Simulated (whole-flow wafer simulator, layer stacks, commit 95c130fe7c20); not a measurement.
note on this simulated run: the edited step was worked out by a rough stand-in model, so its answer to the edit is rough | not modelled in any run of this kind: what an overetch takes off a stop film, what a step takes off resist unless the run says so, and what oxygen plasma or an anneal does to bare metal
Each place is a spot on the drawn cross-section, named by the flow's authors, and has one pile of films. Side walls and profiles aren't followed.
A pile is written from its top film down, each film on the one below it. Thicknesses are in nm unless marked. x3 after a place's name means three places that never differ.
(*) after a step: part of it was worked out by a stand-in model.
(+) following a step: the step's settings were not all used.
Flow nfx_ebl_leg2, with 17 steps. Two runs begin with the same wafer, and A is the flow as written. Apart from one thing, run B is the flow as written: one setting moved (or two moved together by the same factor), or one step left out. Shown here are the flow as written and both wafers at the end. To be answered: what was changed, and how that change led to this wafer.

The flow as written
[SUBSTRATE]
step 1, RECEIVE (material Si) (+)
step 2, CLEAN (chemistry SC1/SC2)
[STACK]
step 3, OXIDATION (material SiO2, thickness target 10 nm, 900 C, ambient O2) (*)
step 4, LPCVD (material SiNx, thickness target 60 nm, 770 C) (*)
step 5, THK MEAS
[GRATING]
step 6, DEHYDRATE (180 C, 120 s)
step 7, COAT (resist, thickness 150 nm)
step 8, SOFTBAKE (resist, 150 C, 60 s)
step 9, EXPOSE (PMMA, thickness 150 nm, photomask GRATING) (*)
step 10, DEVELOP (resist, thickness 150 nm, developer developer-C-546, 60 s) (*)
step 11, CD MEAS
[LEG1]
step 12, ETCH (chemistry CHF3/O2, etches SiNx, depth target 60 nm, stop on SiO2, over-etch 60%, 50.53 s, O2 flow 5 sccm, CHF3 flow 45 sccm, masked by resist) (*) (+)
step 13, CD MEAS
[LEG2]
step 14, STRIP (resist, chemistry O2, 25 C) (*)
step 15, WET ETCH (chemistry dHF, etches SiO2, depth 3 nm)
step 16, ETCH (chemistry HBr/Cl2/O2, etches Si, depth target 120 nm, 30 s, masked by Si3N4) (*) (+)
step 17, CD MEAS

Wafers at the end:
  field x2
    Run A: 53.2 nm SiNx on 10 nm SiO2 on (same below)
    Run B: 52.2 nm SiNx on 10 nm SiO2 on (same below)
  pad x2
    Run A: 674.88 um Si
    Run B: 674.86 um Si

Cause: step 16, ETCH: depth target 138 nm was run, while the flow as written has depth target 120 nm; step 16, ETCH: 34.5 s was run, where the flow has 30 s.

Step by step, how the change led to this:
  step 16, ETCH (chemistry HBr/Cl2/O2, etches Si, depth target 120 nm, 30 s, masked by Si3N4) (*) (+)
      field x2: A -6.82 SiNx | B -7.84 SiNx
      pad x2: A -120 Si | B -138 Si
